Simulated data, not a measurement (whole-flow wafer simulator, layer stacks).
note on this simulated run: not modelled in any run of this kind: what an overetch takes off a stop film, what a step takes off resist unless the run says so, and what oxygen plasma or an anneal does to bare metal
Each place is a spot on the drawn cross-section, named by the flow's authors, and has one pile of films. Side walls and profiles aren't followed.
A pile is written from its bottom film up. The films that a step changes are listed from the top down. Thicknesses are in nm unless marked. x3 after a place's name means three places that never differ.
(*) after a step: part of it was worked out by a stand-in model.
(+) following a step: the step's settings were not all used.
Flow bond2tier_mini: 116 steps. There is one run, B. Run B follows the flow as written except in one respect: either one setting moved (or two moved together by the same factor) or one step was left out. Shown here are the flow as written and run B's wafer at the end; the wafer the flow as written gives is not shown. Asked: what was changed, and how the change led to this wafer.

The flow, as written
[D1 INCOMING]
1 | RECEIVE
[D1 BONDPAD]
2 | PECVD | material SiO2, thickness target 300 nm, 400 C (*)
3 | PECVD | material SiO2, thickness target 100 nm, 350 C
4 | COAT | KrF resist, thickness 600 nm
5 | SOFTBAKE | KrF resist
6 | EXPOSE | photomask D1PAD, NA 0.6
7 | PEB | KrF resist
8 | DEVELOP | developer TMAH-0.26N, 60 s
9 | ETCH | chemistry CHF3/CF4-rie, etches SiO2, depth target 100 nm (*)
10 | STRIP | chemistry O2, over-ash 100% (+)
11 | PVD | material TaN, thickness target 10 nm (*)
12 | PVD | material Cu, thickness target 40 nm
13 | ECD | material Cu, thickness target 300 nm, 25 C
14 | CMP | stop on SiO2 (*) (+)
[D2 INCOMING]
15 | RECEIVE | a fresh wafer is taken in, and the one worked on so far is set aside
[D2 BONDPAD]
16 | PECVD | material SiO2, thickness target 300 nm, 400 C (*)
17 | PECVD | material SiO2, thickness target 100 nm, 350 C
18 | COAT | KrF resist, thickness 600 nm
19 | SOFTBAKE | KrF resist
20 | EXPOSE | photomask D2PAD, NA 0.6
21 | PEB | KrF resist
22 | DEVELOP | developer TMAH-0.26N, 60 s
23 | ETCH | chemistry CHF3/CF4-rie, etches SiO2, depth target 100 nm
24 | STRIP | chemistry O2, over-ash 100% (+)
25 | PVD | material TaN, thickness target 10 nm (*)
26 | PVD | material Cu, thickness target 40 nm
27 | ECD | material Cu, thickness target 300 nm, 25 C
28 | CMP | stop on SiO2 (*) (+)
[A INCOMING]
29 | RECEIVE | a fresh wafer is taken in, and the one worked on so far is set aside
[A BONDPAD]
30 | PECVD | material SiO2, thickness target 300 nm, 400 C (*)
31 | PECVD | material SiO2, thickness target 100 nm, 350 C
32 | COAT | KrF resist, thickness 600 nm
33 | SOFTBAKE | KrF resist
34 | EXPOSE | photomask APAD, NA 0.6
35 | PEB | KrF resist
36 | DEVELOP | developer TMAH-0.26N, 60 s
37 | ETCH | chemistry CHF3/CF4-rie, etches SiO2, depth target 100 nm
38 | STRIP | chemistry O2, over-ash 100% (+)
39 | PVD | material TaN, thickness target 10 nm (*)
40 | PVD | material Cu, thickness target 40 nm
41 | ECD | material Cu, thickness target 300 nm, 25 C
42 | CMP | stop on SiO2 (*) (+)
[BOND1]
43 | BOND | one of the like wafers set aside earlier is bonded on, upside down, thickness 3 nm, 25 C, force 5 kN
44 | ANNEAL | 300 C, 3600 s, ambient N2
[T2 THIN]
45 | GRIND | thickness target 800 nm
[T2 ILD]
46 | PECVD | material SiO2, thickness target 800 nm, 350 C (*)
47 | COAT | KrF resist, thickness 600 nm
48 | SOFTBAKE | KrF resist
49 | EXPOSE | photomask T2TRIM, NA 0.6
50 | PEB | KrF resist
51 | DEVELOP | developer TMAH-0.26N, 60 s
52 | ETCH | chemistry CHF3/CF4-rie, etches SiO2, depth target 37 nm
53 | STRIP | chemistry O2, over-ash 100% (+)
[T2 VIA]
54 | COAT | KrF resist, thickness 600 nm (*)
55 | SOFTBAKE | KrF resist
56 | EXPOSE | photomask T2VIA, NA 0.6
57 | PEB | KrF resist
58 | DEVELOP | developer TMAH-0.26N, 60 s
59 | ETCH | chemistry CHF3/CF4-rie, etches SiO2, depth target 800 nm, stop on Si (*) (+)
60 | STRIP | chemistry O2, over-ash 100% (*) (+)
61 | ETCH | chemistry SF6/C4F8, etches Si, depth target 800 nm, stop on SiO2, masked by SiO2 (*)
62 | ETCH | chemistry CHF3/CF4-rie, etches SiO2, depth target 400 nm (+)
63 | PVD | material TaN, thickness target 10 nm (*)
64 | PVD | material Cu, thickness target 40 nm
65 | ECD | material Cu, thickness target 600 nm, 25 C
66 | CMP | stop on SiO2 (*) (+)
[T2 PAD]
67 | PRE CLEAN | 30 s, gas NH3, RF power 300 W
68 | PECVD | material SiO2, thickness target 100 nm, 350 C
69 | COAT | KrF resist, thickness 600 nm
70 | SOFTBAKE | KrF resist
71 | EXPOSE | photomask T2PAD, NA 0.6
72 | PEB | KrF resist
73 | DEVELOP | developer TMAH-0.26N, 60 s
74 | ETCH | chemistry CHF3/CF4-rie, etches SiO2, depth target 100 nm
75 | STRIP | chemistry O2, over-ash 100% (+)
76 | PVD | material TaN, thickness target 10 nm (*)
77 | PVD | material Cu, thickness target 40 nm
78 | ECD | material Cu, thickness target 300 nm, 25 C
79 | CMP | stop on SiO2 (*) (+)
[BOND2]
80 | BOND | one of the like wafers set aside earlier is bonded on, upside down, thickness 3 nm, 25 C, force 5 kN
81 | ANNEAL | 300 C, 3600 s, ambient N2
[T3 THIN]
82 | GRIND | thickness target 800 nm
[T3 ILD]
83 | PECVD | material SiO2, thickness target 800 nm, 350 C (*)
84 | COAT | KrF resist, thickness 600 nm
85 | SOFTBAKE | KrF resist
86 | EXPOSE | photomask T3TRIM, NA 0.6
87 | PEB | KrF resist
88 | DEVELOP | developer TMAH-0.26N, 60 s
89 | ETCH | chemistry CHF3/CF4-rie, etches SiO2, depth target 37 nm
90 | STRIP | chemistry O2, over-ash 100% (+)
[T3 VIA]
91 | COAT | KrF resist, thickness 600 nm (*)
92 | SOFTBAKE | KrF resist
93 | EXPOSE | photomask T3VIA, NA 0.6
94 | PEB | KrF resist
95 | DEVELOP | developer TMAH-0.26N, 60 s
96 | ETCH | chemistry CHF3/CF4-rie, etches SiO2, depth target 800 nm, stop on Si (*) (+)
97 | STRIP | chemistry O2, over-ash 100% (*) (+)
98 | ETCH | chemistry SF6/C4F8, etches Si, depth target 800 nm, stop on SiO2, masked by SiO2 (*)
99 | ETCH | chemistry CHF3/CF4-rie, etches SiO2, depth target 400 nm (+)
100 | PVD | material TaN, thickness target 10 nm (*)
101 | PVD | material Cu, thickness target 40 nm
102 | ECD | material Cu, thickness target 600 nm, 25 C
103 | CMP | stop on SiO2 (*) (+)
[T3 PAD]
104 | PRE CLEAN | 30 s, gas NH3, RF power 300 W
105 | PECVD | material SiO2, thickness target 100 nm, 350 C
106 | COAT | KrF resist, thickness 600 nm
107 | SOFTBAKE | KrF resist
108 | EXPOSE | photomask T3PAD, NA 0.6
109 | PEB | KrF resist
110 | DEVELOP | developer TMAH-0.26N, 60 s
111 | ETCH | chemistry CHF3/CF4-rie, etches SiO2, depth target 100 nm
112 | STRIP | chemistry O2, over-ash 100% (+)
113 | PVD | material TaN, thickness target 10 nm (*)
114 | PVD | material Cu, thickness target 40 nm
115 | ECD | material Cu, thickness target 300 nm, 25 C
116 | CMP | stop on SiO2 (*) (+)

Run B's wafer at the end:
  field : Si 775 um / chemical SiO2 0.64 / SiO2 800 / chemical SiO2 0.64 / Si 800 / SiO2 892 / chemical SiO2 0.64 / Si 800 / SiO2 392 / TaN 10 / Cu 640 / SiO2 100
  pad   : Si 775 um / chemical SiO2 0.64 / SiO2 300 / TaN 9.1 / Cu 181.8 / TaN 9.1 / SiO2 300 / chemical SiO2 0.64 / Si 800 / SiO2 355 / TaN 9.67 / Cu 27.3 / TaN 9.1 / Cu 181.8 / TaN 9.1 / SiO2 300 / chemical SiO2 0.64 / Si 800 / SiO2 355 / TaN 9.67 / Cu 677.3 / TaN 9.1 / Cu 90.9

Cause: step 103, CMP: stop on SiO2 (*) (+), was omitted.

How this came from the change, step by step:
  105 | PECVD | material SiO2, thickness target 100 nm, 350 C
      field: SiO2 gains 100 (new film) (as written it would have been: SiO2 gains 100)
With metal films that touch counted as one body, field has 1 body; the flow as written gives 0 bodies.
